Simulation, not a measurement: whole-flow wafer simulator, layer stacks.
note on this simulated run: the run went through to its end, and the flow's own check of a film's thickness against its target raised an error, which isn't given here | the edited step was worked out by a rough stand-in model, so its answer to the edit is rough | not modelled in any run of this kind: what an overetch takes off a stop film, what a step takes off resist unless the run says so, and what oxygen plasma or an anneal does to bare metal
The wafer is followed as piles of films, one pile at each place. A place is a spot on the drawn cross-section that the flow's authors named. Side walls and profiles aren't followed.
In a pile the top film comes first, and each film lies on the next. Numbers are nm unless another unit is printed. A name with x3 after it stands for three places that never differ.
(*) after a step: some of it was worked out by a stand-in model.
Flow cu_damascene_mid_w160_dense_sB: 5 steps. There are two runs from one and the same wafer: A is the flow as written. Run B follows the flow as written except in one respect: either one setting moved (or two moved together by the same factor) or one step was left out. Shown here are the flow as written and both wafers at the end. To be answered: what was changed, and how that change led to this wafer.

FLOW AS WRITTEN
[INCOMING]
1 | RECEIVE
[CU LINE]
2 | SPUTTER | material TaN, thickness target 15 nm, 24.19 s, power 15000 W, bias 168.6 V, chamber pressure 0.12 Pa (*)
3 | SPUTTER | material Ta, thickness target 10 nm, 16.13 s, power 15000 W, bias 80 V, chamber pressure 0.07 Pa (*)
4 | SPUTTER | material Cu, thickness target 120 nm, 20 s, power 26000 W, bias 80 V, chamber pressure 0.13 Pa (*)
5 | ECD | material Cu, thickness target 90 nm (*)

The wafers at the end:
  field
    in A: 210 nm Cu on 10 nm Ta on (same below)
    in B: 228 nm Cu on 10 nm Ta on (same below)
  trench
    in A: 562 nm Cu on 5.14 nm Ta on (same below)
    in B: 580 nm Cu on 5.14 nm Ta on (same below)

The reason: step 5, ECD: thickness target 108 nm was run, while the flow as written has thickness target 90 nm.

Step by step, how the change led to this:
  5 | ECD | material Cu, thickness target 90 nm (*)
      field: A +90 Cu | B +108 Cu
      trench: A +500 Cu | B +518 Cu
